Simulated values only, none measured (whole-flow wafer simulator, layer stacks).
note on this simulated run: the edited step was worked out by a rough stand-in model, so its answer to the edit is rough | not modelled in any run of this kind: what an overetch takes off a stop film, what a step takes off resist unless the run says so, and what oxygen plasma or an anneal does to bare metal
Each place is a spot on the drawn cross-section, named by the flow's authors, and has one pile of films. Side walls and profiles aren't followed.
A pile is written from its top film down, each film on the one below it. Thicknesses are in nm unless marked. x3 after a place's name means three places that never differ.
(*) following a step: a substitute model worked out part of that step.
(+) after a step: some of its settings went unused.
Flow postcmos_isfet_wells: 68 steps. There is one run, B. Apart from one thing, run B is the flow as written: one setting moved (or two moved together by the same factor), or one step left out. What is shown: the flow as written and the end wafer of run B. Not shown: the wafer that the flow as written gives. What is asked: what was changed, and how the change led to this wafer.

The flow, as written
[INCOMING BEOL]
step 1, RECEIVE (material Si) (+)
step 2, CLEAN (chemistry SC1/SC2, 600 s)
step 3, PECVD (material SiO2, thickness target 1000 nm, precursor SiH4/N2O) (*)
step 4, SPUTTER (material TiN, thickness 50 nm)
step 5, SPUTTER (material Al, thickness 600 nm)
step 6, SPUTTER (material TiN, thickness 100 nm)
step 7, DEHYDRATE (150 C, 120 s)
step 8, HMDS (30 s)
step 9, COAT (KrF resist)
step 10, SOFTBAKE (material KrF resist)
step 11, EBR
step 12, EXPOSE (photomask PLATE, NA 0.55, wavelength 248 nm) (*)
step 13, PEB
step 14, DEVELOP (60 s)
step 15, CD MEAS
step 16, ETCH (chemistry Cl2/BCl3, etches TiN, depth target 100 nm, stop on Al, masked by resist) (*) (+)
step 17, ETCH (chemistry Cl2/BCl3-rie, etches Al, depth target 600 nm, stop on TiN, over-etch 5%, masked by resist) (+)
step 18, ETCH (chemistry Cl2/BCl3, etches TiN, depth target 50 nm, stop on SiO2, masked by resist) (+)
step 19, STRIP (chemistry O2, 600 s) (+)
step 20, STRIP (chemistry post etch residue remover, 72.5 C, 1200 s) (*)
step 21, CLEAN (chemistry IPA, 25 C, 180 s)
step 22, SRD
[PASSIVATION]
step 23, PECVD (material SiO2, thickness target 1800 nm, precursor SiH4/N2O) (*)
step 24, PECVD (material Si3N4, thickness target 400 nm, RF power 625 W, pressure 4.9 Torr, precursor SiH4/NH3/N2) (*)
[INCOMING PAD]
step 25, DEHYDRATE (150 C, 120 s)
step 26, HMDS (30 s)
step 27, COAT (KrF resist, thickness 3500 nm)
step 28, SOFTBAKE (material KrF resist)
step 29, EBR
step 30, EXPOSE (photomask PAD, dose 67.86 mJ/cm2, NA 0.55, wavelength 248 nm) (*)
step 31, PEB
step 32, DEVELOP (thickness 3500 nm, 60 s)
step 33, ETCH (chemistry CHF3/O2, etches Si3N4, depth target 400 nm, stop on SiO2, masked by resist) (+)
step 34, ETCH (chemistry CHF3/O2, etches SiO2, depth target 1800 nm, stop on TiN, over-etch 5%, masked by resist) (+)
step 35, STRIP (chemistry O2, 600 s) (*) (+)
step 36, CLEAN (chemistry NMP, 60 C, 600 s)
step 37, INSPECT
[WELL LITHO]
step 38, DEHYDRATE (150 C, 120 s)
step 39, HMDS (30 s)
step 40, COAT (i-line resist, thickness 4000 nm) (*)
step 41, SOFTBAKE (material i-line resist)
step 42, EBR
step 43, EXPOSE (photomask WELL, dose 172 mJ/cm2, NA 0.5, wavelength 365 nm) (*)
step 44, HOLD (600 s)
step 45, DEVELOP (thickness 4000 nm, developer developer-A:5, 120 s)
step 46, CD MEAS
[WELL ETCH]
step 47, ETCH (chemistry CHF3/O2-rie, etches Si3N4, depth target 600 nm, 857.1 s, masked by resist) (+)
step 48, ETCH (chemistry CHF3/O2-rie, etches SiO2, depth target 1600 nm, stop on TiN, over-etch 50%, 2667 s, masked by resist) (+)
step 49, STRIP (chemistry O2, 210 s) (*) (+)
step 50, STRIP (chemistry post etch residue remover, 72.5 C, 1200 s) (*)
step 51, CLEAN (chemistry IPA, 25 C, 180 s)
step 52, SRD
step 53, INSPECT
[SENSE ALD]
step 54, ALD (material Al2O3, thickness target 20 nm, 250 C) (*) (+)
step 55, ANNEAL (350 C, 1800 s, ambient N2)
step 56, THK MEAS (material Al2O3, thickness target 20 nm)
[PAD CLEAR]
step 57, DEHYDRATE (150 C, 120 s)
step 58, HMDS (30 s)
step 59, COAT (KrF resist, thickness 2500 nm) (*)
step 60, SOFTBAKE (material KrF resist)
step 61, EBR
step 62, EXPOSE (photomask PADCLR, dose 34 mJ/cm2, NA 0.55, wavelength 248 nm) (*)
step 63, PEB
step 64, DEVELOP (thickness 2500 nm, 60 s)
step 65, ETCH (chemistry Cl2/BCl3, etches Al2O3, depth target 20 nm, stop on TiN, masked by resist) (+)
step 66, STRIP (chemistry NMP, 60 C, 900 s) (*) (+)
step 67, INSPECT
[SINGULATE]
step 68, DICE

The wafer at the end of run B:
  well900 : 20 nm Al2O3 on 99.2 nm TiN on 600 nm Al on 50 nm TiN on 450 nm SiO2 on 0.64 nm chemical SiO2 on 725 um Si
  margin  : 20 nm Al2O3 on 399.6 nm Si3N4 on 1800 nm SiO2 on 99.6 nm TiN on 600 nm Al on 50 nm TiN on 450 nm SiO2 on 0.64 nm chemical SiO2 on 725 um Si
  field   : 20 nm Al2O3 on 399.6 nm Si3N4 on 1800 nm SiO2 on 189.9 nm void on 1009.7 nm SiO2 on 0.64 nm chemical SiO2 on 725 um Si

Cause: step 3, PECVD: thickness target 450 nm was run, whereas the flow has thickness target 1000 nm.
One can read it off the wafer: well900 has SiO2 450, and step 3 as written asks for 1000 nm.

The path from the change to this, step by step:
  step 3, PECVD (material SiO2, thickness target 1000 nm, precursor SiH4/N2O) (*)
      field, margin, well900, well1300 x3, pad_rim, pad_clr, pad_open: +450 SiO2 (new film) (in the flow as written it would be: +1000 SiO2 (new film))
